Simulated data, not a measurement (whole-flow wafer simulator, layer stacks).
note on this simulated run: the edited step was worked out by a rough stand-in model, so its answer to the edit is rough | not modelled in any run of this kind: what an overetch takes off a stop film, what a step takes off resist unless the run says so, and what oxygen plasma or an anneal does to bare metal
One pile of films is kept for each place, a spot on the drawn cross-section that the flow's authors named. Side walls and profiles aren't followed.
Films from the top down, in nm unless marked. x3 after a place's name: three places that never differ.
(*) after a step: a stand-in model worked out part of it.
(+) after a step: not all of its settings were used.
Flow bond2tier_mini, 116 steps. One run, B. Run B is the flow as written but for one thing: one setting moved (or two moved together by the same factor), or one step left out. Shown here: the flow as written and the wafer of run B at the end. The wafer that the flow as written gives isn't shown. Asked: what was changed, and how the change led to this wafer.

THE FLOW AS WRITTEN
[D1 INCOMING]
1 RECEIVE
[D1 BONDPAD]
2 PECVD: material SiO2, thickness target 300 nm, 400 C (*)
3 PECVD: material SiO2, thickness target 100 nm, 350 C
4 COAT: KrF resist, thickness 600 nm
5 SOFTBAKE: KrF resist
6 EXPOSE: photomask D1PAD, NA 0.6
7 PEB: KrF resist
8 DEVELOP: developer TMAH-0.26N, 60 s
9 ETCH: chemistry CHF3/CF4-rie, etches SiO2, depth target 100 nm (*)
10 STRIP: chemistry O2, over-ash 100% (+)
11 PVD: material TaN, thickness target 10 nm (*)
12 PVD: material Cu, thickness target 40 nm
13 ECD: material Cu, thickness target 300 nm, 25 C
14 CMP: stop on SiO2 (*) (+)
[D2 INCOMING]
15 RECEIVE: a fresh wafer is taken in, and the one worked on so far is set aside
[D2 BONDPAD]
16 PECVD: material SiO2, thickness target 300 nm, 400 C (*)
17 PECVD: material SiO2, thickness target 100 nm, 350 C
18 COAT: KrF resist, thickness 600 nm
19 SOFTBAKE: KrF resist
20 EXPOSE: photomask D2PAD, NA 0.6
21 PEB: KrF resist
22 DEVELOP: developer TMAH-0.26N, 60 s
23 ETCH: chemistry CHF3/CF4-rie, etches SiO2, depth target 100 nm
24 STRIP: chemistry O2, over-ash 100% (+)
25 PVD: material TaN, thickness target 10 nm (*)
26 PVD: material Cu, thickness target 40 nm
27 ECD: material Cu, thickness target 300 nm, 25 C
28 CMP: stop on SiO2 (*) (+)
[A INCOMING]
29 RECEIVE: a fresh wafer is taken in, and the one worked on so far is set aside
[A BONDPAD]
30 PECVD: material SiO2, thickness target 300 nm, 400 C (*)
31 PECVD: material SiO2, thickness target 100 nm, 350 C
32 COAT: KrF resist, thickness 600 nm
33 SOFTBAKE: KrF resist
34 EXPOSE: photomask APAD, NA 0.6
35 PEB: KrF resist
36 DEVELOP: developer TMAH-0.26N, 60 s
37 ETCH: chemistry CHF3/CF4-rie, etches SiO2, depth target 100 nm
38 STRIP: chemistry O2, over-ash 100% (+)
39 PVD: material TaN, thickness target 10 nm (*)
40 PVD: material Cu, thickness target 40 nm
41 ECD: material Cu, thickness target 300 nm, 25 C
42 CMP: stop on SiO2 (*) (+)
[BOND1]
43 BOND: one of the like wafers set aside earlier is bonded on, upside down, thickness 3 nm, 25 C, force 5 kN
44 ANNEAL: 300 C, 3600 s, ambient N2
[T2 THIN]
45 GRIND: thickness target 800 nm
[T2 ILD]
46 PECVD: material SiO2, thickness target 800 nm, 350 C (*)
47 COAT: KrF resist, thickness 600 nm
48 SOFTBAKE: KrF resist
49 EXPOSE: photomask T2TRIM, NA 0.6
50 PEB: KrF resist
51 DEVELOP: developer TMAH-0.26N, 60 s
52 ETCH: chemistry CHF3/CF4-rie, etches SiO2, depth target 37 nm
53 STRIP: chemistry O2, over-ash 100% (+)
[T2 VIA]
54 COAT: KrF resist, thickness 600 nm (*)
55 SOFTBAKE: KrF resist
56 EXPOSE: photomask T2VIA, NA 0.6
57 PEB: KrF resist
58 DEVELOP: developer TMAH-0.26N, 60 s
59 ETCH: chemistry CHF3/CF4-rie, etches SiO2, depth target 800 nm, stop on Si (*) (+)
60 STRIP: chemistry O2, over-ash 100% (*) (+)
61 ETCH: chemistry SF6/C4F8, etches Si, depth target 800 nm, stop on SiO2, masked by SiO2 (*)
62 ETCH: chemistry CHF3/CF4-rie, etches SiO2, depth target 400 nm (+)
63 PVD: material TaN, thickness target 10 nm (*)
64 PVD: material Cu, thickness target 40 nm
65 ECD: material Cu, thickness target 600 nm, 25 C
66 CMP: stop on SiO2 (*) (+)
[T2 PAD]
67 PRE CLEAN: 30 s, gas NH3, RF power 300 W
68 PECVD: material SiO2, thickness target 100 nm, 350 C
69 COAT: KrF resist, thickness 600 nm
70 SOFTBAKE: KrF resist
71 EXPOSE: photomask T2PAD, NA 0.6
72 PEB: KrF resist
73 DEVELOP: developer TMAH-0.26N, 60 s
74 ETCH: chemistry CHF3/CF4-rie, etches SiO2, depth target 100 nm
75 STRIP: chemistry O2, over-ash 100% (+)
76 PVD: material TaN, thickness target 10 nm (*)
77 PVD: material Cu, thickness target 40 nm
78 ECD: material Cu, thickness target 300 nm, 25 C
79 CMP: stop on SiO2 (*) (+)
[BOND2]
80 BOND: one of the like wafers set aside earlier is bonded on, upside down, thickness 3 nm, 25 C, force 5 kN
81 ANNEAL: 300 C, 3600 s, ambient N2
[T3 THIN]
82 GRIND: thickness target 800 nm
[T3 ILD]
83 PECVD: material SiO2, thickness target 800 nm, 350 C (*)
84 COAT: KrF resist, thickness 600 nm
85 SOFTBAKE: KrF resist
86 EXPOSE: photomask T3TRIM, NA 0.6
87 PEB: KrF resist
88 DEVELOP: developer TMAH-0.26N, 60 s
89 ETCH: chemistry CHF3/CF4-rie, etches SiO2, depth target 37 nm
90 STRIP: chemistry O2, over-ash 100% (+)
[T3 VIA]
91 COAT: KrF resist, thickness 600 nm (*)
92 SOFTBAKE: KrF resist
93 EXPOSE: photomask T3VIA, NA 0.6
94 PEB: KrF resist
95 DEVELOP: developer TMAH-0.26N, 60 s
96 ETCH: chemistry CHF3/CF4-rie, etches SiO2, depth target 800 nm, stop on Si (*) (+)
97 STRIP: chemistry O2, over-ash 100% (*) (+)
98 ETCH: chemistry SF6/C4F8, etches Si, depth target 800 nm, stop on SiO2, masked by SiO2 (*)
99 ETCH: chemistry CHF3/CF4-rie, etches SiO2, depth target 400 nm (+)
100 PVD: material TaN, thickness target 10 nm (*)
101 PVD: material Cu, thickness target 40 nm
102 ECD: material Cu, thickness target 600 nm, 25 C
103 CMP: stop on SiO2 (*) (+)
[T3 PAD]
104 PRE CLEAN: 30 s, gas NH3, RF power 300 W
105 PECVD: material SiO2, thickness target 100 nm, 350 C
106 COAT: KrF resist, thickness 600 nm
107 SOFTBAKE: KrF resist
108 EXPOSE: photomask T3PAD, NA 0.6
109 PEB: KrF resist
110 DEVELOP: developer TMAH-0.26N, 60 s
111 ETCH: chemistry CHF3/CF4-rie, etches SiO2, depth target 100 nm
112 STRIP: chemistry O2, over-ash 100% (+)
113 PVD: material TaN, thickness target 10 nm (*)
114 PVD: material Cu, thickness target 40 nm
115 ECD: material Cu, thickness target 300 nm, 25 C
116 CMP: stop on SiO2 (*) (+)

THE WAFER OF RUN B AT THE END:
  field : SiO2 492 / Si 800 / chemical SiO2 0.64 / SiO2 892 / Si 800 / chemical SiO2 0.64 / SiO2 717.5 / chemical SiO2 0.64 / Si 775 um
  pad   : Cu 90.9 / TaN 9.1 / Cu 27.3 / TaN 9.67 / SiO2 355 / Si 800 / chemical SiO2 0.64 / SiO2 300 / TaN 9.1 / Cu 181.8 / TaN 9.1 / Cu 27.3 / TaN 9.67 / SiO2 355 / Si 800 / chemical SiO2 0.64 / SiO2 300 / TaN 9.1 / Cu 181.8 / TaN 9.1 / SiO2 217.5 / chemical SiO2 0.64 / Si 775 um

The cause: step 30, PECVD: thickness target 217.5 nm was run, where the flow has thickness target 300 nm.
It can be read off the wafer: pad has SiO2 217.5, and step 30 as written asks for 300 nm.

How the change led to this, step by step:
  30 PECVD: material SiO2, thickness target 300 nm, 400 C (*)
      field, pad, via: SiO2 +217.5 (new film) (as written it would be: SiO2 +300 (new film))
